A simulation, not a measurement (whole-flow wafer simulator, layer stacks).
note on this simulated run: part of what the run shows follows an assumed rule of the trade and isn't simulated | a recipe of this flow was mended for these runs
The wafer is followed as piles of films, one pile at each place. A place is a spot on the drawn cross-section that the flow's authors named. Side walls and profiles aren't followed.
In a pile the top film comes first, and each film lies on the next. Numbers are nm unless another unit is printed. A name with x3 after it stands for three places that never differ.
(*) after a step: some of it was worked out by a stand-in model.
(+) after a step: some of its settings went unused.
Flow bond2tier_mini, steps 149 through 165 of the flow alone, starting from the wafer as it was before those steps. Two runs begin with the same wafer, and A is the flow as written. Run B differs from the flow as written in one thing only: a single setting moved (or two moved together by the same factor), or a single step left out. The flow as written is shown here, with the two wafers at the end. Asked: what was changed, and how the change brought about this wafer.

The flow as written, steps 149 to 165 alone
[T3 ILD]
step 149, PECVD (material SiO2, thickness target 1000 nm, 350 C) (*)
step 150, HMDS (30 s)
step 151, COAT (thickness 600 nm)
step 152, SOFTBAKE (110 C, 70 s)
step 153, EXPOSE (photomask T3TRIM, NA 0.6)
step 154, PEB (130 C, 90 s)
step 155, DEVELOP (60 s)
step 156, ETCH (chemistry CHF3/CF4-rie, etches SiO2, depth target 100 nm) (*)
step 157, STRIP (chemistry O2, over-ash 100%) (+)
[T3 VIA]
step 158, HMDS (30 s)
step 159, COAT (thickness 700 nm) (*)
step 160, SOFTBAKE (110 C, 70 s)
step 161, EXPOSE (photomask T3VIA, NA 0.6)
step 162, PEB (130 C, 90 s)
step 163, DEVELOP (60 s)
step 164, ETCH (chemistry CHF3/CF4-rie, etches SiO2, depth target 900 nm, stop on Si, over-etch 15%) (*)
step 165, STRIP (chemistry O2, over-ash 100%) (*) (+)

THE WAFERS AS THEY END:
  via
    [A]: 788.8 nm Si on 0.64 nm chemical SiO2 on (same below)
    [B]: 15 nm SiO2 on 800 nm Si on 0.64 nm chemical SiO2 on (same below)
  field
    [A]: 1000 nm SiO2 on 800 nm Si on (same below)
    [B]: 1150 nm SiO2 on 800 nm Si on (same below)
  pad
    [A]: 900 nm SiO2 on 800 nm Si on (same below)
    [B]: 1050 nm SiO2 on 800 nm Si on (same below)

What caused this: step 149, PECVD: thickness target 1150 nm was run, while the flow as written has thickness target 1000 nm.
The wafer itself shows it: field has SiO2 1150, and step 149 as written asks for 1000 nm.

Step by step, how the change led to this:
  step 149, PECVD (material SiO2, thickness target 1000 nm, 350 C) (*)
      field, pad, via: A SiO2 gains 1000 (new film) | B SiO2 gains 1150 (new film)
  step 164, ETCH (chemistry CHF3/CF4-rie, etches SiO2, depth target 900 nm, stop on Si, over-etch 15%) (*)
      via: A SiO2 loses 900 (all of it), Si loses 11.2 | B SiO2 loses 1035
